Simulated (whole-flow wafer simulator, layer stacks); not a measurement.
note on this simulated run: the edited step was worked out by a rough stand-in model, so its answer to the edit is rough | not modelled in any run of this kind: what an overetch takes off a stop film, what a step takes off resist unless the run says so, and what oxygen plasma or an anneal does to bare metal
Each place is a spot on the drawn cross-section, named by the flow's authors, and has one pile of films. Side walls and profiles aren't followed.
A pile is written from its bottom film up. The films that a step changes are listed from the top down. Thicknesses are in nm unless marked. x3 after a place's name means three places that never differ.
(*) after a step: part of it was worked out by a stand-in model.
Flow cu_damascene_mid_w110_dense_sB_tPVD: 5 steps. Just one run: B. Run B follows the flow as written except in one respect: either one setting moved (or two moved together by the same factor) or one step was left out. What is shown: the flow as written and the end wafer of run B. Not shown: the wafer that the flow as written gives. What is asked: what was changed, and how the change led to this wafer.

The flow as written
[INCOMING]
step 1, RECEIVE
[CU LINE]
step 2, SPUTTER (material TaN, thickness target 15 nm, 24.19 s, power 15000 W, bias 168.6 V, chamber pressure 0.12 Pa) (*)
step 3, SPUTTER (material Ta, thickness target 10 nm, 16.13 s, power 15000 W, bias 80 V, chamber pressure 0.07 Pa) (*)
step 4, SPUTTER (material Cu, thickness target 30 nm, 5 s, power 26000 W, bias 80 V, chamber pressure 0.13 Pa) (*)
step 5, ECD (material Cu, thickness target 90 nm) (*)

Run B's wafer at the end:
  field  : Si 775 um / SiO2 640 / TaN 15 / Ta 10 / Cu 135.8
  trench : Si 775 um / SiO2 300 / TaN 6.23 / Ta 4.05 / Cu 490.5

Cause: step 5, ECD: thickness target 105.8 nm was run, whereas the flow has thickness target 90 nm.

Step by step, how the change led to this:
  step 5, ECD (material Cu, thickness target 90 nm) (*)
      field: +105.8 Cu (in the flow as written it would be: +90 Cu)
      trench: +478 Cu (in the flow as written it would be: +462.2 Cu)
